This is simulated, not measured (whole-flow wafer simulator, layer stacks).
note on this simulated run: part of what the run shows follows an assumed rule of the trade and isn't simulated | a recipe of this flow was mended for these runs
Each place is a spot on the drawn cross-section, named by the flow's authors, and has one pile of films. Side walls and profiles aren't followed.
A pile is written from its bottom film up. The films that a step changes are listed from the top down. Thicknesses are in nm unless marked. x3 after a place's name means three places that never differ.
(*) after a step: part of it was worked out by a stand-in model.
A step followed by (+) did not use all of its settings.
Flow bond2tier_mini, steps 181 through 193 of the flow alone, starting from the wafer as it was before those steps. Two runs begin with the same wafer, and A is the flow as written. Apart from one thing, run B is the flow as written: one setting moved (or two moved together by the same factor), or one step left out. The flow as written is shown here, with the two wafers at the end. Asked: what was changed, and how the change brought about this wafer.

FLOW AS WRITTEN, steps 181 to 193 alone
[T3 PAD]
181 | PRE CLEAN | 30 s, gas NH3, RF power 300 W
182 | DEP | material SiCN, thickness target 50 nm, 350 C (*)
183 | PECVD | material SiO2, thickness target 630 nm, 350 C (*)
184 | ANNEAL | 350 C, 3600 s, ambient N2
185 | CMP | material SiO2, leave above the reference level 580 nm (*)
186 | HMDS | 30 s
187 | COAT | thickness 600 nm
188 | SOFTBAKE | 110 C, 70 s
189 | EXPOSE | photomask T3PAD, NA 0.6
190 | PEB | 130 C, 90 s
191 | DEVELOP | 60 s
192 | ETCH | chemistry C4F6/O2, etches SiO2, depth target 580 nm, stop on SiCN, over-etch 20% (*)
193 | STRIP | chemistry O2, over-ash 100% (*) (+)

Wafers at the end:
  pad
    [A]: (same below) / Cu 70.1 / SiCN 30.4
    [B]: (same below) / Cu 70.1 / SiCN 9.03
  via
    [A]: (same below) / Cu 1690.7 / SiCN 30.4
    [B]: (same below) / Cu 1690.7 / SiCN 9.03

What caused this: step 192, ETCH: depth target 685.8 nm was run, while the flow as written has depth target 580 nm.

How this came from the change, step by step:
  192 | ETCH | chemistry C4F6/O2, etches SiO2, depth target 580 nm, stop on SiCN, over-etch 20% (*)
      pad, via: A -580 SiO2 (all of it), -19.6 SiCN | B -580 SiO2 (all of it), -41 SiCN
      field: A -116 thick-KrF-resist | B -137.2 thick-KrF-resist
  193 | STRIP | chemistry O2, over-ash 100% (*) (+)
      field: A -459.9 thick-KrF-resist (all of it) | B -438.8 thick-KrF-resist (all of it)
